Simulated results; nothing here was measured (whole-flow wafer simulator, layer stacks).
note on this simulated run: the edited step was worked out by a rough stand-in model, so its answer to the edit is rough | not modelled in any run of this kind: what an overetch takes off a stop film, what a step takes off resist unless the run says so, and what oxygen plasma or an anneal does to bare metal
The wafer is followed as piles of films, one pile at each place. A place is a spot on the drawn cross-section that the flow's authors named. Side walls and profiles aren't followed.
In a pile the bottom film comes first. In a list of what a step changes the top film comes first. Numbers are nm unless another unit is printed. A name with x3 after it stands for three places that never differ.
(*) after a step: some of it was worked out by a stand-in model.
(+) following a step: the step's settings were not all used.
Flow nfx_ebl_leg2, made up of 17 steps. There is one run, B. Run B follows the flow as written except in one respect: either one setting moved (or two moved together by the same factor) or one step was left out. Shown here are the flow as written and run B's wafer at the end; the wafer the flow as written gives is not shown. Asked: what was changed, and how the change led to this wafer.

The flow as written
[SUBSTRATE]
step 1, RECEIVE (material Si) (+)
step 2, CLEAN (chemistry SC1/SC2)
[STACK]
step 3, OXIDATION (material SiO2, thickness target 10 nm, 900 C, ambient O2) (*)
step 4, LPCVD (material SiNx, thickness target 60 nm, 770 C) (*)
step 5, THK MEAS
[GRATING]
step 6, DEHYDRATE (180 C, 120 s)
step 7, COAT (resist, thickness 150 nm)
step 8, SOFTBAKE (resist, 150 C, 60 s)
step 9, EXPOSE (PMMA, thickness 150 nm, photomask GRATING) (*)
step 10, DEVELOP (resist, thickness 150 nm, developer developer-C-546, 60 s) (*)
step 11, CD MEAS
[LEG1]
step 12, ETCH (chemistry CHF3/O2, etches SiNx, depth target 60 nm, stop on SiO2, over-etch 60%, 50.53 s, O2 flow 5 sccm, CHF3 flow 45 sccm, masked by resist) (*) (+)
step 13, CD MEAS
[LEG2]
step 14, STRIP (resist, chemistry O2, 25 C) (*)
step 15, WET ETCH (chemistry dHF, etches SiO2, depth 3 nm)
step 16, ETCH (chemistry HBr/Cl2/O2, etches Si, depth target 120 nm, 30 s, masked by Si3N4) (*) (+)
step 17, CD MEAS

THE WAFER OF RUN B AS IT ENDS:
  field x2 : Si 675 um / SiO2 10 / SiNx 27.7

Cause: step 4, LPCVD: thickness target 34.5 nm was run, whereas the flow has thickness target 60 nm.

The path from the change to this, step by step:
  step 4, LPCVD (material SiNx, thickness target 60 nm, 770 C) (*)
      field x2, pad x2: SiNx gains 34.5 (new film) (as written it would have been: SiNx gains 60 (new film))
  step 12, ETCH (chemistry CHF3/O2, etches SiNx, depth target 60 nm, stop on SiO2, over-etch 60%, 50.53 s, O2 flow 5 sccm, CHF3 flow 45 sccm, masked by resist) (*) (+)
      pad x2: SiNx loses 34.5 (all of it), SiO2 loses 10 (all of it) (as written it would have been: SiNx loses 60 (all of it), SiO2 loses 10 (all of it))
